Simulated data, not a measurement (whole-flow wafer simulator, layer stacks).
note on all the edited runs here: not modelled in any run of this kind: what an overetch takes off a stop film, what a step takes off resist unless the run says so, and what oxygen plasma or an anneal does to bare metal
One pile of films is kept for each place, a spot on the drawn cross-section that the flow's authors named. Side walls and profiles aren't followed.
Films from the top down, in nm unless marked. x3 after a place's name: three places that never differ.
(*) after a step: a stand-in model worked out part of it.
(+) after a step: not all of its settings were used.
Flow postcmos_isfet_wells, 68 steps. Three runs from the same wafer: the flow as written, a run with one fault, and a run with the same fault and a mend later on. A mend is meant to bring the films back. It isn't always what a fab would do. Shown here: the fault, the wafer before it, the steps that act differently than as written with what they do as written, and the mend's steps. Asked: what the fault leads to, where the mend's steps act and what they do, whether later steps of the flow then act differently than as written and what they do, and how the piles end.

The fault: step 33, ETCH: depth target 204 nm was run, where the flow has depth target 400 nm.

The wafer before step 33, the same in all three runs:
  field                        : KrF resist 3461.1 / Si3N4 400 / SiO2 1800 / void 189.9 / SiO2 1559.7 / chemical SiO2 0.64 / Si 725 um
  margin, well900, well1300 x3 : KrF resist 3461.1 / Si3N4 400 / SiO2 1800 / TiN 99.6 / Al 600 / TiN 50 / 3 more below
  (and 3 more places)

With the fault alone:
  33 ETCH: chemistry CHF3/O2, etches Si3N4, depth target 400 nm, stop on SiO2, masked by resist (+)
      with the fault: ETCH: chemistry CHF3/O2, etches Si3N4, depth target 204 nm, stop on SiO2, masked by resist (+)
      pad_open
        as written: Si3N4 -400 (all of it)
        with the fault: Si3N4 -204
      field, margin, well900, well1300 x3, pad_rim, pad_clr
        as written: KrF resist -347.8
        with the fault: KrF resist -177.4
  Later steps of the flow that act differently than as written (4 more steps differ only slightly, by at most 2% or 0.5 nm, whichever is larger, and aren't shown):
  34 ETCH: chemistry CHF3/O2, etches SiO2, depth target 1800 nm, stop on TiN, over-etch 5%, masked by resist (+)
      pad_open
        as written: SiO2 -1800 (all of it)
        with the fault: Si3N4 -196 (all of it), SiO2 -1594.2
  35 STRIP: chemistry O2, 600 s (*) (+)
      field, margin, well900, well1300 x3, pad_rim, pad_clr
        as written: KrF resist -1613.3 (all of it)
        with the fault: KrF resist -1783.8 (all of it)
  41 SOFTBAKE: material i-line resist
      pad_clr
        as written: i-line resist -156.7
        with the fault: i-line resist -136.3
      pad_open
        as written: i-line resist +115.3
        with the fault: i-line resist +106.1
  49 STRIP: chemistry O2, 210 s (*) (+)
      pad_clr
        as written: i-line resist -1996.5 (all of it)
        with the fault: i-line resist -2081.2 (all of it)
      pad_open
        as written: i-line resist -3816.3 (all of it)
        with the fault: i-line resist -3733.3 (all of it)
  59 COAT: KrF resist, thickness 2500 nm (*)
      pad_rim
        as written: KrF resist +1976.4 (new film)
        with the fault: KrF resist +2023.2 (new film)
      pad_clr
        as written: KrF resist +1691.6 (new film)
        with the fault: KrF resist +1760.8 (new film)
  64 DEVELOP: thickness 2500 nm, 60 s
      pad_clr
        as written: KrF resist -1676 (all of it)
        with the fault: KrF resist -1745 (all of it)
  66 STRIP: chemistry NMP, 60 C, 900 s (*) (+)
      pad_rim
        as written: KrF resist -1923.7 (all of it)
        with the fault: KrF resist -1970.1 (all of it)
  At the end the piles differ from the flow's by more than 2% or 0.5 nm, whichever is larger, at pad_open.
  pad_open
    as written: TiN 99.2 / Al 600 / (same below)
    with the fault: SiO2 205.8 / TiN 99.6 / Al 600 / (same below)

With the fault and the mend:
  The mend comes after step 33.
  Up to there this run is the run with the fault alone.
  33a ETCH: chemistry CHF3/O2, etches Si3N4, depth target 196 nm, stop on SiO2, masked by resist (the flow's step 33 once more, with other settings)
      field, margin, well900, well1300 x3, pad_rim, pad_clr
        KrF resist -170.4
      pad_open
        Si3N4 -196 (all of it)
  No later step of the flow acts differently than as written at any place that is followed.
  At the end the piles are the same as the flow's at every place that both follow.
